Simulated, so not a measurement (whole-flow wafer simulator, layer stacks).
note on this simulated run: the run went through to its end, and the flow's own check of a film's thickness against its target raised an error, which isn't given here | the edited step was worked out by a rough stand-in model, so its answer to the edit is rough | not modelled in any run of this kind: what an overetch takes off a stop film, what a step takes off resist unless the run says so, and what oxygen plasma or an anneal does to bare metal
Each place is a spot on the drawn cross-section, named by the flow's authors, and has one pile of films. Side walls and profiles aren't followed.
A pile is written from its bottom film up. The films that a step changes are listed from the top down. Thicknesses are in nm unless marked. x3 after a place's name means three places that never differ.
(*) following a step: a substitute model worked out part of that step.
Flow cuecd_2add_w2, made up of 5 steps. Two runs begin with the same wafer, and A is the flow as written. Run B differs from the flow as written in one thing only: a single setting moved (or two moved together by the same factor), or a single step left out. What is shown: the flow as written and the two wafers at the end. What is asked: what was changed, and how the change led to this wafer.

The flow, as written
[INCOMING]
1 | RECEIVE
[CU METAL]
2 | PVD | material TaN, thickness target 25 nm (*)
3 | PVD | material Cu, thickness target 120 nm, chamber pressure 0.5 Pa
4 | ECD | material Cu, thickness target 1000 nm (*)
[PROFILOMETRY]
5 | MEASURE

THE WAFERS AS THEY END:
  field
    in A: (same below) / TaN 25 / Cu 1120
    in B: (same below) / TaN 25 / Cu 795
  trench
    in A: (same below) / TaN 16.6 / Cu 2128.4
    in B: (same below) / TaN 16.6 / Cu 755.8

What caused this: step 4, ECD: thickness target 675 nm was run, whereas the flow has thickness target 1000 nm.

The path from the change to this, step by step:
  4 | ECD | material Cu, thickness target 1000 nm (*)
      field: A Cu gains 1000 | B Cu gains 675
      trench: A Cu gains 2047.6 | B Cu gains 675
